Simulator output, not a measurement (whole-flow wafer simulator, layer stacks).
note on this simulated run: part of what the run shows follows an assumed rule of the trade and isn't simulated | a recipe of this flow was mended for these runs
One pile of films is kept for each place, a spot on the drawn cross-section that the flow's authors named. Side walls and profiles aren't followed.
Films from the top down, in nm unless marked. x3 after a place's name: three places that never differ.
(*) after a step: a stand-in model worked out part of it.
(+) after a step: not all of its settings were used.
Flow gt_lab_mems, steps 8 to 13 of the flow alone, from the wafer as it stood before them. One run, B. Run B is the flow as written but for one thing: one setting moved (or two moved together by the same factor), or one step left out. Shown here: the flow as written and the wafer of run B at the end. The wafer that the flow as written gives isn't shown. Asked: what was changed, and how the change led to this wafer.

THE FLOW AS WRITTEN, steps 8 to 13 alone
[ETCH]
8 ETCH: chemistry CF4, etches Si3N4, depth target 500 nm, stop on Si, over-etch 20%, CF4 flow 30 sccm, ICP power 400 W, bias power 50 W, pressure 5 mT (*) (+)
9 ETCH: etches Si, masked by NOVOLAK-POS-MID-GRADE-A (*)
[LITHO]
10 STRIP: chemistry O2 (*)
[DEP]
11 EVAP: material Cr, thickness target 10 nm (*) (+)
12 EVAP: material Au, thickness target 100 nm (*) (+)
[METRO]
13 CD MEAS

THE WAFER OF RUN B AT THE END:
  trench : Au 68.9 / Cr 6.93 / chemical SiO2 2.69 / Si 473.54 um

The cause: step 8, ETCH: depth target 275 nm was run, where the flow has depth target 500 nm.

How the change led to this, step by step:
  8 ETCH: chemistry CF4, etches Si3N4, depth target 500 nm, stop on Si, over-etch 20%, CF4 flow 30 sccm, ICP power 400 W, bias power 50 W, pressure 5 mT (*) (+)
      trench: Si3N4 -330 (as written it would be: Si3N4 -500 (all of it), chemical SiO2 -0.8 (all of it), Si -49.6)
      field: g/i-line-resist -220 (as written it would be: g/i-line-resist -400)
  9 ETCH: etches Si, masked by NOVOLAK-POS-MID-GRADE-A (*)
      trench: Si3N4 -170 (all of it), chemical SiO2 -0.8 (all of it), Si -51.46 um (as written it would be: Si -59.96 um)
  10 STRIP: chemistry O2 (*)
      field: g/i-line-resist -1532 (all of it) (as written it would be: g/i-line-resist -1352 (all of it))
  12 EVAP: material Au, thickness target 100 nm (*) (+)
      trench: Au +68.9 (new film) (as written it would be: Au +64.1 (new film))
